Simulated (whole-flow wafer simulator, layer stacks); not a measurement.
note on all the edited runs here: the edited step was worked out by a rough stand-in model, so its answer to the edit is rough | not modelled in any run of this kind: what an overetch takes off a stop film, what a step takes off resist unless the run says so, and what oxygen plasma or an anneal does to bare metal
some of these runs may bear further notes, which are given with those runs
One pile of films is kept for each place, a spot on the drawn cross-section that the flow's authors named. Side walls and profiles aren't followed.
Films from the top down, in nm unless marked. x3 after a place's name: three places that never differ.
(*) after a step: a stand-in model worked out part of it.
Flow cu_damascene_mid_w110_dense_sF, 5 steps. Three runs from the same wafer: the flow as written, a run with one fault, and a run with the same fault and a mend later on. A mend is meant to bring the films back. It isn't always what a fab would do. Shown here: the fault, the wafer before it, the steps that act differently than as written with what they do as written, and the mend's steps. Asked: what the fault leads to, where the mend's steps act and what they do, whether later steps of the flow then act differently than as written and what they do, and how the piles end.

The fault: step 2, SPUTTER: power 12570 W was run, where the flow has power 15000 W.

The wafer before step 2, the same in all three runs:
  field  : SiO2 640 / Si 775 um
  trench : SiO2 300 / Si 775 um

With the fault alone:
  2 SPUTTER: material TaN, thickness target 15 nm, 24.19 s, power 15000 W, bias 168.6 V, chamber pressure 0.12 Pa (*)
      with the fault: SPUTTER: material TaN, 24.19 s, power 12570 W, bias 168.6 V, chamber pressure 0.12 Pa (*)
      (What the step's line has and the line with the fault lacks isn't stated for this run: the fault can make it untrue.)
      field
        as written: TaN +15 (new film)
        with the fault: TaN +12.6 (new film)
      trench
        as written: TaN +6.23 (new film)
        with the fault: TaN +5.22 (new film)
  No later step of the flow acts differently than as written, at any place that is followed, by more than 2% or 0.5 nm, whichever is larger.
  At the end the piles differ from the flow's by more than 2% or 0.5 nm, whichever is larger, at field, trench.
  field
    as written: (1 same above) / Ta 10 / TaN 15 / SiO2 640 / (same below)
    with the fault: (1 same above) / Ta 10 / TaN 12.6 / SiO2 640 / (same below)
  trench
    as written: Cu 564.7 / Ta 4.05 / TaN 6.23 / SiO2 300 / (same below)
    with the fault: Cu 563.3 / Ta 4.07 / TaN 5.22 / SiO2 300 / (same below)

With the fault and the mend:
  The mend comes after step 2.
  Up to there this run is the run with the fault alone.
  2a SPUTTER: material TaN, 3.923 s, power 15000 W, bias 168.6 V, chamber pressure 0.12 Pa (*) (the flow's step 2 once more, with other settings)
      field
        TaN +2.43
      trench
        TaN +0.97
  No later step of the flow acts differently than as written, at any place that is followed, by more than 2% or 0.5 nm, whichever is larger.
  At the end the piles differ from the flow's only slightly at the places that both follow, by at most 2% or 0.5 nm, whichever is larger.
